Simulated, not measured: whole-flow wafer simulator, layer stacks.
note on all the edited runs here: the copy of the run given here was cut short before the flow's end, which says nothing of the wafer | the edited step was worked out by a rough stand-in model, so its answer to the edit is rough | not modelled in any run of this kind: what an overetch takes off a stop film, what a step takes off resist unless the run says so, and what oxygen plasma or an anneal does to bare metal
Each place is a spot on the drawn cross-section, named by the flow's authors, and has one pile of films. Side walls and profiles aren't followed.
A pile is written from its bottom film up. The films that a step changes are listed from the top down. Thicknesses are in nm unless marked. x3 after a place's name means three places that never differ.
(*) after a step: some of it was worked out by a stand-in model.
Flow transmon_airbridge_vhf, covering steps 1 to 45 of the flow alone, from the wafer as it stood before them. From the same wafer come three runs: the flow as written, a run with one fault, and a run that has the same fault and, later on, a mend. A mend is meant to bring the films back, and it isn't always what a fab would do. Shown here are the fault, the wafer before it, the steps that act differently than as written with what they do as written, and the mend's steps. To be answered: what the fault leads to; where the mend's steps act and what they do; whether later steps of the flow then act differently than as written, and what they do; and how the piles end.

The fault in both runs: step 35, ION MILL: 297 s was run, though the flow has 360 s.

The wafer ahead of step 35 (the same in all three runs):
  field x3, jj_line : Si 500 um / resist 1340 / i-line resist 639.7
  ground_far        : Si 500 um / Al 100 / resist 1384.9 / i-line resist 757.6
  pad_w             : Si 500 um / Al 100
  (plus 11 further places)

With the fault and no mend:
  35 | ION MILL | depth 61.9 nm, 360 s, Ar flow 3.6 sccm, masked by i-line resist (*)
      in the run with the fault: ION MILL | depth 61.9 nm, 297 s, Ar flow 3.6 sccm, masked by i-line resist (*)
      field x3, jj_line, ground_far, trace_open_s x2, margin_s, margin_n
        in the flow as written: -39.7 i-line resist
        in the run with the fault: -32.8 i-line resist
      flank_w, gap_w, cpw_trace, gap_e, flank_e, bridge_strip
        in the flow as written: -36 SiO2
        in the run with the fault: -29.7 SiO2
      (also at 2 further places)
  Steps later in the flow that act otherwise than as written (3 more steps, not shown, differ only slightly: by at most 2% or 0.5 nm, whichever is larger):
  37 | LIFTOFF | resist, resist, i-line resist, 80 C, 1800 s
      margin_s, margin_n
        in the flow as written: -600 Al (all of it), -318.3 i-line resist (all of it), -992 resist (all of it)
        in the run with the fault: -600 Al (all of it), -325.2 i-line resist (all of it), -992 resist (all of it)
  When the end is reached, the piles differ only a little from the flow's at the places that both follow, at most by 2% or 0.5 nm, whichever is larger.

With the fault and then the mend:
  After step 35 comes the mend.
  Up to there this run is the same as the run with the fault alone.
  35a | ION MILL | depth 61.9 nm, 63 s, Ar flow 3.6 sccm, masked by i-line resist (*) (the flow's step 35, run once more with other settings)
      field x3, jj_line, ground_far, trace_open_s x2, margin_s, margin_n
        -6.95 i-line resist
      flank_w, gap_w, cpw_trace, gap_e, flank_e, bridge_strip
        -6.29 SiO2
      pad_w, pad_e
        -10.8 Al
  Later steps of the flow that are run all act as written at every place that is followed.
  The piles end the same as the flow's at every place that both follow.
